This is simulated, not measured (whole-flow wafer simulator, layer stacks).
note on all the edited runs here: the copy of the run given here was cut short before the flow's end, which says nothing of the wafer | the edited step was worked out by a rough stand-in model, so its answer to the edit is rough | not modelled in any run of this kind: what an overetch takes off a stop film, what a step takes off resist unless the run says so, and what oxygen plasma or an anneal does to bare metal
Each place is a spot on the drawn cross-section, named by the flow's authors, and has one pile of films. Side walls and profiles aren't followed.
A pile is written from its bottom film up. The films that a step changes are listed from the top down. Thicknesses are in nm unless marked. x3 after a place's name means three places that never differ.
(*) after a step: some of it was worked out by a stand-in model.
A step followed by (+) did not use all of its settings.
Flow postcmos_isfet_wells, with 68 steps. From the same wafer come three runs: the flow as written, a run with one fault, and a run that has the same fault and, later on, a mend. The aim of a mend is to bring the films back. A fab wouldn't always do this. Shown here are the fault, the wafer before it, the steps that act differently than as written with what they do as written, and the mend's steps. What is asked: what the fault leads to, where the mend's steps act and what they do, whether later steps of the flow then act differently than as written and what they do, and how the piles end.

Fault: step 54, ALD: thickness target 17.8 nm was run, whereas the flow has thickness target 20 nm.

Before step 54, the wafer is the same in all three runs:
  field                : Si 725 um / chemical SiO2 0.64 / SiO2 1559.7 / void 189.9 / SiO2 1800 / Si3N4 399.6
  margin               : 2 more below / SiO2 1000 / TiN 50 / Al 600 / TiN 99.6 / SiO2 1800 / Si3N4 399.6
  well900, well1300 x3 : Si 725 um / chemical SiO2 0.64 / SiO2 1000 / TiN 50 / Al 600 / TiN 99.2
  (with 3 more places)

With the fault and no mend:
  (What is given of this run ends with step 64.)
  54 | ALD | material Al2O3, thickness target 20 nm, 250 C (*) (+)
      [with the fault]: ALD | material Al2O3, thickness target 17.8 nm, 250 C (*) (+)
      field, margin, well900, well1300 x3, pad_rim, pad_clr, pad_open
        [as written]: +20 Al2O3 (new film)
        [with the fault]: +17.8 Al2O3 (new film)
  Later steps of the flow up to step 64 that are run all act as written at every place that is followed, up to a difference of at most 2% or 0.5 nm, whichever is larger.
  Once step 64 is done, the piles at field, margin, pad_rim, pad_clr, pad_open depart from the flow's by more than 2% or 0.5 nm, whichever is larger.
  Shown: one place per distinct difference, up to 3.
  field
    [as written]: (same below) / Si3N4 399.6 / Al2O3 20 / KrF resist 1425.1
    [with the fault]: (same below) / Si3N4 399.6 / Al2O3 17.8 / KrF resist 1420.8
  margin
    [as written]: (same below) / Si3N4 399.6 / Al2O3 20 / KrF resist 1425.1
    [with the fault]: (same below) / Si3N4 399.6 / Al2O3 17.8 / KrF resist 1420.7
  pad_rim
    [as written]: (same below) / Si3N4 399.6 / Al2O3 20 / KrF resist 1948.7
    [with the fault]: (same below) / Si3N4 399.6 / Al2O3 17.8 / KrF resist 1948.3

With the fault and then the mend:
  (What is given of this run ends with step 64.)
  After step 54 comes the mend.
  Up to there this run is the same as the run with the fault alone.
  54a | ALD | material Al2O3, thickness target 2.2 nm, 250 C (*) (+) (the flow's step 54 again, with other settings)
      field, margin, well900, well1300 x3, pad_rim, pad_clr, pad_open
        +2.2 Al2O3
  Later steps of the flow up to step 64 that are run all act as written at every place that is followed.
  At every place that both follow, the piles after step 64 match the flow's.
